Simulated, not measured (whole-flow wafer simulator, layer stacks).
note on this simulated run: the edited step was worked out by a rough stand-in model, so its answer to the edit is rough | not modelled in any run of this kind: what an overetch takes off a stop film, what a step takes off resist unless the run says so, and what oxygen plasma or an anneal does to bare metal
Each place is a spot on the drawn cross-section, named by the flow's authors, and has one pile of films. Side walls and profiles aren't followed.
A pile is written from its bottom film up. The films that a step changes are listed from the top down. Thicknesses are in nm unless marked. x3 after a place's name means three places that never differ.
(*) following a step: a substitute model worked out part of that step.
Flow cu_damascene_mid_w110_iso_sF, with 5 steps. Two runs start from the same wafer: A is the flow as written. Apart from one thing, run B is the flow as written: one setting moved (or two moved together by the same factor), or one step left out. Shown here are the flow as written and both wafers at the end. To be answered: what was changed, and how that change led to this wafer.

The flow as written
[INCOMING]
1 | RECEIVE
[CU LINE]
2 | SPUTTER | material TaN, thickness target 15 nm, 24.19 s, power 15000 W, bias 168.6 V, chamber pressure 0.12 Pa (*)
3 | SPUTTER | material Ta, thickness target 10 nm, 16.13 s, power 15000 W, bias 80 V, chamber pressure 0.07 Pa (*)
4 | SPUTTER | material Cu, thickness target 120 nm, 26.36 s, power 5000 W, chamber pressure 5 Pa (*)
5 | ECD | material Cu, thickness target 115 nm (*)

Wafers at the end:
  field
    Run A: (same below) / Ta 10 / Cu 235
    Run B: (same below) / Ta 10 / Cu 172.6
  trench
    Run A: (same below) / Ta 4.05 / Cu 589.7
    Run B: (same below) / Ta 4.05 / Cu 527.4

The reason: step 4, SPUTTER: 13.18 s was run, though the flow has 26.36 s.

The path from the change to this, step by step:
  4 | SPUTTER | material Cu, thickness target 120 nm, 26.36 s, power 5000 W, chamber pressure 5 Pa (*)
      field: A +120 Cu (new film) | B +57.6 Cu (new film)
      trench: A +35.7 Cu (new film) | B +17.1 Cu (new film)
  5 | ECD | material Cu, thickness target 115 nm (*)
      trench: A +554 Cu | B +510.2 Cu
